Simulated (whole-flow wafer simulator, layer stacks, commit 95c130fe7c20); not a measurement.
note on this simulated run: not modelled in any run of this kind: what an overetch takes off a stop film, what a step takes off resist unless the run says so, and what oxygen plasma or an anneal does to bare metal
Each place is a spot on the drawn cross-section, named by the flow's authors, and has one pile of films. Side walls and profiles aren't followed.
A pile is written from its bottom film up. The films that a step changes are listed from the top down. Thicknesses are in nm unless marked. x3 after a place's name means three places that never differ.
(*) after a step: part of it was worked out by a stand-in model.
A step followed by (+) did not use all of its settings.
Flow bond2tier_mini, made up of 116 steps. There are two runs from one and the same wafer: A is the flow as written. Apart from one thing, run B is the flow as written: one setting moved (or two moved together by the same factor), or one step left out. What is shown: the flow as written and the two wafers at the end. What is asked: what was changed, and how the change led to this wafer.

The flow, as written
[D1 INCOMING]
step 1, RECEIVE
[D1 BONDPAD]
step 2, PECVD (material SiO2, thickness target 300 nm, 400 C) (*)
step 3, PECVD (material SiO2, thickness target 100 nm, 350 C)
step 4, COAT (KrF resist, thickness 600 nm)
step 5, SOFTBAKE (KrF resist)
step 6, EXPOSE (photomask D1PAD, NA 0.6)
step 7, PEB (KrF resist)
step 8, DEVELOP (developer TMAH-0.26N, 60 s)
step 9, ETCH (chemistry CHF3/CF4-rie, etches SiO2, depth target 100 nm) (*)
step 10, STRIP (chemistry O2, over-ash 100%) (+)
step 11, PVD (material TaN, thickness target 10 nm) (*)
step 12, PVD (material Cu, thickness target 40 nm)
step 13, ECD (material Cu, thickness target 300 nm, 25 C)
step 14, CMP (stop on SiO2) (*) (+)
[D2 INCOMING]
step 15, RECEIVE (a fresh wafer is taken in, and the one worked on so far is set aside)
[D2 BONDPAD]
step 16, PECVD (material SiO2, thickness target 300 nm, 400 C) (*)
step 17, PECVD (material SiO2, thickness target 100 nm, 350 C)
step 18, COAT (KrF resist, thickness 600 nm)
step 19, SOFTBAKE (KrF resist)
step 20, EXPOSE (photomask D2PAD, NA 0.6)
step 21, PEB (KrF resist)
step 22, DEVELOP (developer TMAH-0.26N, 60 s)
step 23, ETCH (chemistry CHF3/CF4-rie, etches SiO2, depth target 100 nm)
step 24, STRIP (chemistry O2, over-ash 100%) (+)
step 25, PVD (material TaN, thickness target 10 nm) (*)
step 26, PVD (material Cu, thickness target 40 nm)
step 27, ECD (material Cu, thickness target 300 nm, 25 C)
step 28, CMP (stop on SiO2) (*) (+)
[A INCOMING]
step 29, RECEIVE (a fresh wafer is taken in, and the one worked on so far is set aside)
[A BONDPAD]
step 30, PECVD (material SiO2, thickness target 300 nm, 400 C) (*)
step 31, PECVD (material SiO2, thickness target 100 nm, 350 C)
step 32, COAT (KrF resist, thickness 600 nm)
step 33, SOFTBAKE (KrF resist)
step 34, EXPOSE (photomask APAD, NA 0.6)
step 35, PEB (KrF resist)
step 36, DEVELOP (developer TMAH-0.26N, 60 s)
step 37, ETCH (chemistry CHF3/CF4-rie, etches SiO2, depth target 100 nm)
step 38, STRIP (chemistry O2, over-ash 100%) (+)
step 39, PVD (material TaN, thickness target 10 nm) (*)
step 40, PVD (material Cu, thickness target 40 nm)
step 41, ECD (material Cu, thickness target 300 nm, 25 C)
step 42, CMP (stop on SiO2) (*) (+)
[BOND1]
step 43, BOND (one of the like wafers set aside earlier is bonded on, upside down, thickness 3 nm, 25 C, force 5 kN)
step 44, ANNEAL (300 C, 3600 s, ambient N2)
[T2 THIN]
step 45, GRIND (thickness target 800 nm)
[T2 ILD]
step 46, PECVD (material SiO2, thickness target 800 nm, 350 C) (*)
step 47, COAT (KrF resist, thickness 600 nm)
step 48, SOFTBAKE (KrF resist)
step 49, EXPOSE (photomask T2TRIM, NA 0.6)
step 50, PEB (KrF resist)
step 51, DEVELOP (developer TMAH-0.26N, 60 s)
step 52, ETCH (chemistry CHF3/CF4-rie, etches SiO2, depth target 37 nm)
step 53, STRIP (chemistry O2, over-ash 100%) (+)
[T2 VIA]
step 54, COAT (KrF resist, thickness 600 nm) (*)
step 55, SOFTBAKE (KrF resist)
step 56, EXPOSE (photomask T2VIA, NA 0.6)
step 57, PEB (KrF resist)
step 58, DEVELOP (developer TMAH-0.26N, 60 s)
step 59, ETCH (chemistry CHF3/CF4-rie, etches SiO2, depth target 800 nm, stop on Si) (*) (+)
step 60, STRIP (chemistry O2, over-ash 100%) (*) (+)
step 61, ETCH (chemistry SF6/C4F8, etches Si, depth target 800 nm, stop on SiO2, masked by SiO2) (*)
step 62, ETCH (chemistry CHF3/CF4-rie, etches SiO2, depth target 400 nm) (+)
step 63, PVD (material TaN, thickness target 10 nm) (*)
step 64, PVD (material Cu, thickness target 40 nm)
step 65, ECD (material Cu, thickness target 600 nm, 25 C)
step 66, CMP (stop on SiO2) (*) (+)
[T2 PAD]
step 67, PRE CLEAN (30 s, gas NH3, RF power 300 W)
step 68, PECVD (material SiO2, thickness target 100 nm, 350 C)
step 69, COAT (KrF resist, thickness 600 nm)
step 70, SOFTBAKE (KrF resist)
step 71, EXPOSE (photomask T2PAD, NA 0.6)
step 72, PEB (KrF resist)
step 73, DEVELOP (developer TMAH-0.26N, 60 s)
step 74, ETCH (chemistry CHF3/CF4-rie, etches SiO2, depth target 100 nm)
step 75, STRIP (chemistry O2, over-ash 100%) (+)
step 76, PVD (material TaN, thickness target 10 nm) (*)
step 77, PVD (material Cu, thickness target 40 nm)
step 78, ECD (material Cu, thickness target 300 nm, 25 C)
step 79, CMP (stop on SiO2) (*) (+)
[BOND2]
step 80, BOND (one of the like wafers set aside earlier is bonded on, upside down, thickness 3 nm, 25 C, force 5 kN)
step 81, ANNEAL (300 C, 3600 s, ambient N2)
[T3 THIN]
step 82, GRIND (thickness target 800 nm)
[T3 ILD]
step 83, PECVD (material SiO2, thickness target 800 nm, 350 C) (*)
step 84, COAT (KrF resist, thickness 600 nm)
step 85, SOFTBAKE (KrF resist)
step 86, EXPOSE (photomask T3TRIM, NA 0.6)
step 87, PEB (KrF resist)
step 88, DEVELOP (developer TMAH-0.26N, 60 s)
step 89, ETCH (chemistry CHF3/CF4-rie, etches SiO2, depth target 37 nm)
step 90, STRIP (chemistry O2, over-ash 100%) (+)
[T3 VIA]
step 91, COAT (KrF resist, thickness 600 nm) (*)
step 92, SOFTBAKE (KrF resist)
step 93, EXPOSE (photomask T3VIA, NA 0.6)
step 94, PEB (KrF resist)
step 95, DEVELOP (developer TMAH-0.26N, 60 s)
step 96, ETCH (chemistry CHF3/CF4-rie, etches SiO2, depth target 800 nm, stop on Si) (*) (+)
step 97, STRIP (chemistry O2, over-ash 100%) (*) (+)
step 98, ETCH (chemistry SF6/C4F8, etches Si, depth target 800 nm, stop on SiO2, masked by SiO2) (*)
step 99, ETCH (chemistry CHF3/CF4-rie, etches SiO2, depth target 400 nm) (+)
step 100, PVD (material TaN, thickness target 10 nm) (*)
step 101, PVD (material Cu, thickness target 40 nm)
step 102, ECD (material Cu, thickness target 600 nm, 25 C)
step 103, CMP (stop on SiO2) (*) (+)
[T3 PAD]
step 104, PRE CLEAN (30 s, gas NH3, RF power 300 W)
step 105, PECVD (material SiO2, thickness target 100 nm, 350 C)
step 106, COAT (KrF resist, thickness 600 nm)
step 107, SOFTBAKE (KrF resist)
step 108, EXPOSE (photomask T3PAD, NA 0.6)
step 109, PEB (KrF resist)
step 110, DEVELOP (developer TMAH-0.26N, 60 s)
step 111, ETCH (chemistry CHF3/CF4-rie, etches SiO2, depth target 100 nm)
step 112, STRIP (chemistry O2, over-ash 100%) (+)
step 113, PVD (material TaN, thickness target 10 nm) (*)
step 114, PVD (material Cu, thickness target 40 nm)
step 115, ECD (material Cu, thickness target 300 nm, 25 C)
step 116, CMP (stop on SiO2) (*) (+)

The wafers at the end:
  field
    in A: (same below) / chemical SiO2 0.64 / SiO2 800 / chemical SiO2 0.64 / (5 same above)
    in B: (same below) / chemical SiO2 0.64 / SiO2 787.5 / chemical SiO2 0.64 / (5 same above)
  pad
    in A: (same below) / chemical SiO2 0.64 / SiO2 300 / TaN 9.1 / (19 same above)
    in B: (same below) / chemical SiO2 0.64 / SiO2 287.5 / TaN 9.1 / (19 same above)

The reason: step 31, PECVD: thickness target 87.5 nm was run, though the flow has thickness target 100 nm.

Step by step, how the change led to this:
  step 31, PECVD (material SiO2, thickness target 100 nm, 350 C)
      field, pad, via: A +100 SiO2 | B +87.5 SiO2
